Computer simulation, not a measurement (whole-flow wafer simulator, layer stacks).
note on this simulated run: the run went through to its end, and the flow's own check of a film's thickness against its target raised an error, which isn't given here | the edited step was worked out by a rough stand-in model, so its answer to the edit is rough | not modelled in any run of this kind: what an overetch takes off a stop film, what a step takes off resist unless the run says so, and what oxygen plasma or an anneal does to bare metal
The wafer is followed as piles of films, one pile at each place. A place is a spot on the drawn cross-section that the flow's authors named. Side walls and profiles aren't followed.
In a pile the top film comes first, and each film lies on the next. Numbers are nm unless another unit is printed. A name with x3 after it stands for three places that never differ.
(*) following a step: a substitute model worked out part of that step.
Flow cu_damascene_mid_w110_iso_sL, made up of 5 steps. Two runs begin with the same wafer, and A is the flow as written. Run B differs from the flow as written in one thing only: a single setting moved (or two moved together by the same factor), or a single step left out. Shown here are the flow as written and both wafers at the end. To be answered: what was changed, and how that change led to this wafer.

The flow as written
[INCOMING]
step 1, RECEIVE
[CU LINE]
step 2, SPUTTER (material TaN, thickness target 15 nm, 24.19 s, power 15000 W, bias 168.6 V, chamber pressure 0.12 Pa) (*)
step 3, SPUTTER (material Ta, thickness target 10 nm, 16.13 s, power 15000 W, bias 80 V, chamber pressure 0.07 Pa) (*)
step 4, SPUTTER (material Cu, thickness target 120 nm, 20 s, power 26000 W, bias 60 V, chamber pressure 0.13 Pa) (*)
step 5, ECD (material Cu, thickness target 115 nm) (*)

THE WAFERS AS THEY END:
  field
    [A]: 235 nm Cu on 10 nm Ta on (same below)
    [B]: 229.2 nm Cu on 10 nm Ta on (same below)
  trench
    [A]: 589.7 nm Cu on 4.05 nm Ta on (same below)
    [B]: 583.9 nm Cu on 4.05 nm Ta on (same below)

Cause: step 5, ECD: thickness target 109.2 nm was run, while the flow as written has thickness target 115 nm.

Step by step, how the change led to this:
  step 5, ECD (material Cu, thickness target 115 nm) (*)
      field: A +115 Cu | B +109.2 Cu
